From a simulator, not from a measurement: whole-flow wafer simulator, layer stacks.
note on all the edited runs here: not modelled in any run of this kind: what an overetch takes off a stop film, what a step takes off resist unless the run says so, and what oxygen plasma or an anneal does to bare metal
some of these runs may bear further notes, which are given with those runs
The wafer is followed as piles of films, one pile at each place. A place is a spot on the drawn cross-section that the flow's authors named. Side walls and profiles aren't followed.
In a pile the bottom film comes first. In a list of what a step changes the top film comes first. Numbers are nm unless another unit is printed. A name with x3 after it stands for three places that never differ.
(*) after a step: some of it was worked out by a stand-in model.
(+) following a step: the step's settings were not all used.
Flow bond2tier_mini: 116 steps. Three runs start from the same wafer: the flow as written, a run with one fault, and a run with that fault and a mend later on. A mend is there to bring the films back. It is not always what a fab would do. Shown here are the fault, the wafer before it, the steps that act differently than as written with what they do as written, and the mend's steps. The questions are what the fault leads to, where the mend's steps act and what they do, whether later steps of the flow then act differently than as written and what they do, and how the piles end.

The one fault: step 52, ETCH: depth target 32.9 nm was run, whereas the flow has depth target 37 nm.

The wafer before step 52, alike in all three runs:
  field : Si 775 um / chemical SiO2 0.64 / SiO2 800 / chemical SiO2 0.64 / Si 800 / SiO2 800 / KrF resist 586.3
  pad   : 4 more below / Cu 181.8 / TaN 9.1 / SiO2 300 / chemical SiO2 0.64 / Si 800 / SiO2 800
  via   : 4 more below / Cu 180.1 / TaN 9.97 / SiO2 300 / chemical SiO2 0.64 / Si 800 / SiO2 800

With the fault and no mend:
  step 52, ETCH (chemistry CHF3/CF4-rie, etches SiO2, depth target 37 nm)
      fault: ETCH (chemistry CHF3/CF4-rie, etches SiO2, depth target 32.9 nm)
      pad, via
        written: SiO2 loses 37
        fault: SiO2 loses 32.9
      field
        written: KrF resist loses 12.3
        fault: KrF resist loses 11
  Later steps of the flow that are run all act as written at every place that is followed, up to a difference of at most 2% or 0.5 nm, whichever is larger.
  By the end, the piles at pad depart from the flow's by more than 2% or 0.5 nm, whichever is larger.
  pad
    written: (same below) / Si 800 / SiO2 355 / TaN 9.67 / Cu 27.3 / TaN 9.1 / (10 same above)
    fault: (same below) / Si 800 / SiO2 359.1 / TaN 9.7 / Cu 23.2 / TaN 9.1 / (10 same above)

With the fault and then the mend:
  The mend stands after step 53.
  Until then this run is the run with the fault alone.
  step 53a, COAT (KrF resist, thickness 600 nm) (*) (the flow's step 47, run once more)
      field
        KrF resist gains 586 (new film)
      pad
        KrF resist gains 614.5 (new film)
      via
        KrF resist gains 612.8 (new film)
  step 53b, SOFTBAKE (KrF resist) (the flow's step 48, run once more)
      leaves every film unchanged at each place that is followed
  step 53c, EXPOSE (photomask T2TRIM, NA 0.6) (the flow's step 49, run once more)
      leaves every film unchanged at each place that is followed
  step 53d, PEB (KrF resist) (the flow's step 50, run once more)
      leaves every film unchanged at each place that is followed
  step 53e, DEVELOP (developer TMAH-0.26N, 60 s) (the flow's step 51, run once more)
      field
        KrF resist loses 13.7
      pad
        KrF resist loses 614.5 (all of it)
      via
        KrF resist loses 612.8 (all of it)
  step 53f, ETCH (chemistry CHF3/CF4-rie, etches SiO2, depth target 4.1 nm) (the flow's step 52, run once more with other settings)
      pad, via
        SiO2 loses 4.1
      field
        KrF resist loses 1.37
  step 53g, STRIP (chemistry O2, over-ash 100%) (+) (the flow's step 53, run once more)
      field
        KrF resist loses 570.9 (all of it)
  Later steps of the flow that are run all act as written at every place that is followed.
  At every place that both follow, the piles at the end match the flow's.
